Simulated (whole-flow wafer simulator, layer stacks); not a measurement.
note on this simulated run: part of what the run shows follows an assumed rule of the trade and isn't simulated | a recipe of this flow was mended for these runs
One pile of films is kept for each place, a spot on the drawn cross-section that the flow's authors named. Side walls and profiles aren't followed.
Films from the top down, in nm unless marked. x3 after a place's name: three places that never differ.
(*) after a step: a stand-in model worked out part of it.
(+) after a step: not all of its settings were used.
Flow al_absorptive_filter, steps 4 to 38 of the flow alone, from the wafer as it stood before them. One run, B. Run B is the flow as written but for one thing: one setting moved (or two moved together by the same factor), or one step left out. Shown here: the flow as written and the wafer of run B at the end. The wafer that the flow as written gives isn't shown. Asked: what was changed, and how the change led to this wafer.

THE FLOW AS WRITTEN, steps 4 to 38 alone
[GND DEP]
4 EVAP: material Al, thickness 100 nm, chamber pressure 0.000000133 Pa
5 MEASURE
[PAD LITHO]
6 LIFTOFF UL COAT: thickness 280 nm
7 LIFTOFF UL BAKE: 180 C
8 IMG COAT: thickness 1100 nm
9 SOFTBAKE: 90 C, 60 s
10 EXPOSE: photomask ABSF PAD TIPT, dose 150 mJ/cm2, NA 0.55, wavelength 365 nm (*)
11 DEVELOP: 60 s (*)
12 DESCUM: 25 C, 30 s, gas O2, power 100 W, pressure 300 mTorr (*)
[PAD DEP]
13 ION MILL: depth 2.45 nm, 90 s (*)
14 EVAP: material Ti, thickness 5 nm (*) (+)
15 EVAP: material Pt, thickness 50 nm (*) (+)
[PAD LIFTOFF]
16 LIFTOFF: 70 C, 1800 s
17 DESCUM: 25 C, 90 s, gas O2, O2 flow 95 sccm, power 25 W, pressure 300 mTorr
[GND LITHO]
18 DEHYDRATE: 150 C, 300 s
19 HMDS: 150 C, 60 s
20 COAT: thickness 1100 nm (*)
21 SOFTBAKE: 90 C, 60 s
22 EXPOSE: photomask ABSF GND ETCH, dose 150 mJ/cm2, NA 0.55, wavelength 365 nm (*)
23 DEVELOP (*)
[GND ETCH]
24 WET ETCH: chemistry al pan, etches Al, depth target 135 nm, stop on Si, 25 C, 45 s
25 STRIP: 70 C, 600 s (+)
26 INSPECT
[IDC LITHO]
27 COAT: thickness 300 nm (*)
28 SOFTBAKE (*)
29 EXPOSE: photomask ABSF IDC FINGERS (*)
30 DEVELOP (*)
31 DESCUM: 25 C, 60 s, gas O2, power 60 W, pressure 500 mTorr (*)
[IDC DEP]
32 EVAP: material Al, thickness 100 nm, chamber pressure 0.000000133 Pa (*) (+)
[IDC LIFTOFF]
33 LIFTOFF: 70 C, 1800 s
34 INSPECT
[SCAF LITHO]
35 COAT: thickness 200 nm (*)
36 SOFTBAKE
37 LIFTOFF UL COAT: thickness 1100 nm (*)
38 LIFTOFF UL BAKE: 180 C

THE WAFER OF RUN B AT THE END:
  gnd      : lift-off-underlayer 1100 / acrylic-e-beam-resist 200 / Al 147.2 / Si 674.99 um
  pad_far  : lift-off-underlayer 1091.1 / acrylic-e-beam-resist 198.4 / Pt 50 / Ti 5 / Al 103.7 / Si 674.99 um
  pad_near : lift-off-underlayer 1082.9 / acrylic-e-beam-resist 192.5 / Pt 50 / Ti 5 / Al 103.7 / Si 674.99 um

The cause: step 4, EVAP: thickness 147.2 nm was run, where the flow has thickness 100 nm.
It can be read off the wafer: gnd has Al 147.2, and step 4 as written asks for 100 nm.

How the change led to this, step by step:
  4 EVAP: material Al, thickness 100 nm, chamber pressure 0.000000133 Pa
      gnd, pad_far, pad_near and 11 more: Al +147.2 (new film) (as written it would be: Al +100 (new film))
  24 WET ETCH: chemistry al pan, etches Al, depth target 135 nm, stop on Si, 25 C, 45 s
      res, xl_gap, idc_field, idc_line, idc_space: Al -133.9 (all of it) (as written it would be: Al -86.7 (all of it))
  27 COAT: thickness 300 nm (*)
      ledge: e-beam-resist +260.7 (new film) (as written it would be: e-beam-resist +274.4 (new film))
      res: e-beam-resist +371.4 (new film) (as written it would be: e-beam-resist +349.6 (new film))
      (and at 2 more places)
  33 LIFTOFF: 70 C, 1800 s
      ledge: Al -100 (all of it), e-beam-resist -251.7 (all of it) (as written it would be: Al -100 (all of it), e-beam-resist -265.3 (all of it))
      res: Al -100 (all of it), e-beam-resist -362.4 (all of it) (as written it would be: Al -100 (all of it), e-beam-resist -340.6 (all of it))
      (and at 2 more places)
  35 COAT: thickness 200 nm (*)
      ledge: acrylic-e-beam-resist +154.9 (new film) (as written it would be: acrylic-e-beam-resist +169.8 (new film))
      res: acrylic-e-beam-resist +243.5 (new film) (as written it would be: acrylic-e-beam-resist +231.4 (new film))
      (and at 2 more places)
  37 LIFTOFF UL COAT: thickness 1100 nm (*)
      res: lift-off-underlayer +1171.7 (new film) (as written it would be: lift-off-underlayer +1148.2 (new film))
